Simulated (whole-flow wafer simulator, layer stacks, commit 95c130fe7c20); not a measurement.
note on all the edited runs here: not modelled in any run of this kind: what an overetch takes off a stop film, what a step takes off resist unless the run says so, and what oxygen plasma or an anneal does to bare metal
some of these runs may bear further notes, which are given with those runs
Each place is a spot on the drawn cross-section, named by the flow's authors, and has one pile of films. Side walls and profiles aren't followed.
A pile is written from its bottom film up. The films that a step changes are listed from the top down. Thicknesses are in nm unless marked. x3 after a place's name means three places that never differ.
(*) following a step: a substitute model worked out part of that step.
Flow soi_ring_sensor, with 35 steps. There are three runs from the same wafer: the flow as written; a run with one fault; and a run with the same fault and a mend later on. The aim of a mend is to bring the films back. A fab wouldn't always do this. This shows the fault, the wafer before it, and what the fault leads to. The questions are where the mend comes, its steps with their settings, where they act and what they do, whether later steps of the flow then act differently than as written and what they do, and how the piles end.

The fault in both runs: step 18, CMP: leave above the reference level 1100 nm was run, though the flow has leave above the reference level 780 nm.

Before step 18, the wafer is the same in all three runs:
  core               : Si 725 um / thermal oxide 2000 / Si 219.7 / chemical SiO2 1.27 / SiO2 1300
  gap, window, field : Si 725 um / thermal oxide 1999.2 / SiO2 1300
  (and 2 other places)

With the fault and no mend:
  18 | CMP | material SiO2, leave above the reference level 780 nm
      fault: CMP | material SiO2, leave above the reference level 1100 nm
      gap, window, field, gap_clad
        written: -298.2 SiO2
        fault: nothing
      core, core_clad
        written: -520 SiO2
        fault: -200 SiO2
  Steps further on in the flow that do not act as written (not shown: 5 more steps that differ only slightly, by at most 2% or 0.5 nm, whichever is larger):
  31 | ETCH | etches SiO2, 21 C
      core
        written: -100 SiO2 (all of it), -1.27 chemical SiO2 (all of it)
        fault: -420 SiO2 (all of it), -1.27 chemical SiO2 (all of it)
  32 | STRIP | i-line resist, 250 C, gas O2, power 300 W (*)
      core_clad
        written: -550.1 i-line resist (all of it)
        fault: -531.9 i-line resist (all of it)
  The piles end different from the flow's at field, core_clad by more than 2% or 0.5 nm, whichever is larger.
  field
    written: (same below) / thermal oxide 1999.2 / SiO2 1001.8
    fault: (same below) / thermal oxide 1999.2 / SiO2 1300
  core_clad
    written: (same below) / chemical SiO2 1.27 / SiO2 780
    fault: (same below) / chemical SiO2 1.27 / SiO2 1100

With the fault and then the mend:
  After step 27 comes the mend.
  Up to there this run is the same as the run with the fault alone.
  27a | STRIP | i-line resist, 250 C, gas O2, power 300 W (*)
      field
        -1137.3 i-line resist (all of it)
      core_clad
        -1118.9 i-line resist (all of it)
      gap_clad
        -1139.7 i-line resist (all of it)
  27b | CMP | material SiO2, leave above the reference level 780 nm (a further turn of the flow's step 18)
      gap, window, field, gap_clad
        -298.2 SiO2
      core, core_clad
        -320 SiO2
  27c | HMDS | 120 C, 60 s (a further turn of the flow's step 21)
      alters no film at any place that is followed
  27d | COAT | i-line resist, thickness 1200 nm (a further turn of the flow's step 22)
      core, gap, window, field, core_clad, gap_clad
        +1200 i-line resist (new film)
  27e | SOFTBAKE | i-line resist (a further turn of the flow's step 23)
      alters no film at any place that is followed
  27f | EXPOSE | photomask WINDOW, dose 101 mJ/cm2, NA 0.5, wavelength 365 nm (*) (a further turn of the flow's step 24)
      alters no film at any place that is followed
  27g | PEB | i-line resist (a further turn of the flow's step 25)
      core, gap, window, field, core_clad, gap_clad
        -62.8 i-line resist
  27h | DEVELOP | i-line resist, thickness 1200 nm, 90 s (a further turn of the flow's step 26)
      core, gap, window
        -1137.2 i-line resist (all of it)
      field, core_clad, gap_clad
        -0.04 i-line resist
  Later steps of the flow that are run all act as written at every place that is followed.
  The piles end the same as the flow's at every place that both follow.
